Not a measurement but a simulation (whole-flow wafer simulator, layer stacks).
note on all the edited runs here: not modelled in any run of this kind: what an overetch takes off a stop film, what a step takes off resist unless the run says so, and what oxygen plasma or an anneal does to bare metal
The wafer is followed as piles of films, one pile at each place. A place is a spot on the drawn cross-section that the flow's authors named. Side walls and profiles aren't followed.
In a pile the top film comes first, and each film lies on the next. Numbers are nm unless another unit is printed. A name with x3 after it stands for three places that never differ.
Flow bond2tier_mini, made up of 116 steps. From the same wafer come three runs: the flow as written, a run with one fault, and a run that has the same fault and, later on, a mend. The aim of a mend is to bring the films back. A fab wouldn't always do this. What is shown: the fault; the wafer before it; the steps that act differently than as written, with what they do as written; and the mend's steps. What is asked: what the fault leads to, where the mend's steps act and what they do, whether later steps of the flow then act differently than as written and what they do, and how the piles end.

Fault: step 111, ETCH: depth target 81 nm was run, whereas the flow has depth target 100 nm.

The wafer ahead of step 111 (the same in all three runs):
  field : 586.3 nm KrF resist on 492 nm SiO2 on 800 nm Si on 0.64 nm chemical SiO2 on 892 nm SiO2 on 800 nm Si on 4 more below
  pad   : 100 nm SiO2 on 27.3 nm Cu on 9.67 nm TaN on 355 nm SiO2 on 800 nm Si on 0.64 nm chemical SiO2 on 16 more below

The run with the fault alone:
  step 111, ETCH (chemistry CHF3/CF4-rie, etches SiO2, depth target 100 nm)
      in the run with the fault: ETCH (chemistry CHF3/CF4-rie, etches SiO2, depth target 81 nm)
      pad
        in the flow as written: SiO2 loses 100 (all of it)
        in the run with the fault: SiO2 loses 81
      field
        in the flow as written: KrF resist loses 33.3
        in the run with the fault: KrF resist loses 27
  Later steps of the flow acting differently than as written (3 more steps, not shown, differ only slightly: by at most 2% or 0.5 nm, whichever is larger):
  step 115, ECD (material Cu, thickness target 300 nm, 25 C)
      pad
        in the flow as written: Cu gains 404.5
        in the run with the fault: Cu gains 384.7
  The piles end different from the flow's at pad by more than 2% or 0.5 nm, whichever is larger.
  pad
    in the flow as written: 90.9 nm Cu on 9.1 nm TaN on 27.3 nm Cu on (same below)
    in the run with the fault: 71.7 nm Cu on 9.27 nm TaN on 19 nm SiO2 on 27.3 nm Cu on (same below)

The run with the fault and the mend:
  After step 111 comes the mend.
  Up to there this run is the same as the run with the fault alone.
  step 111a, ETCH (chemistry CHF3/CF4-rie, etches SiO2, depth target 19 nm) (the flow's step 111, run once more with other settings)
      field
        KrF resist loses 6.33
      pad
        SiO2 loses 19 (all of it)
  Every later step of the flow that is run acts as written at every place that is followed.
  The piles end the same as the flow's at every place that both follow.
